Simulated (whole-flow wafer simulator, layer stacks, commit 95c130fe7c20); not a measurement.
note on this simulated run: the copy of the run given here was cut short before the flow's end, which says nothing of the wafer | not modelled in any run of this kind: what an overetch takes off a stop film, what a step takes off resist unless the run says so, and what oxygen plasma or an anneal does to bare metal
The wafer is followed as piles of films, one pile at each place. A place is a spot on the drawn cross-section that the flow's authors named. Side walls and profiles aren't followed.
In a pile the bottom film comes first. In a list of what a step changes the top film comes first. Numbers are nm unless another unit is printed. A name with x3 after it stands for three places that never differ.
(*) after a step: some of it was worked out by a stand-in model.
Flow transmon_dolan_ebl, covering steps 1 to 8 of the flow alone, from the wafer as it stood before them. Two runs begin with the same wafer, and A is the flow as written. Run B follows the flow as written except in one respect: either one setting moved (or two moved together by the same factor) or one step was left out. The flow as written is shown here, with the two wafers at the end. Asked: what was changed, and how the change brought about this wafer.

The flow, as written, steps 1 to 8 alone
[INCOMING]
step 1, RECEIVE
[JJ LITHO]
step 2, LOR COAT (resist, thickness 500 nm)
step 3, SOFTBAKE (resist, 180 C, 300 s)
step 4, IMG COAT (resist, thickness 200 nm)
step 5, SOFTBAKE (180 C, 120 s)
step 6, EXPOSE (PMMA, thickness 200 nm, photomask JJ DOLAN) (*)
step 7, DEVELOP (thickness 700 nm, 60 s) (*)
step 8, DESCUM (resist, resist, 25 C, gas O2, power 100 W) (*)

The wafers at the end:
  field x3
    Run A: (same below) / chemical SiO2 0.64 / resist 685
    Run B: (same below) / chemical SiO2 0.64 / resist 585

What caused this: step 4, IMG COAT: thickness 100 nm was run, whereas the flow has thickness 200 nm.

Step by step, how the change led to this:
  step 4, IMG COAT (resist, thickness 200 nm)
      field x3, jj_line: A +200 resist | B +100 resist
  step 7, DEVELOP (thickness 700 nm, 60 s) (*)
      jj_line: A -700 resist (all of it) | B -600 resist (all of it)
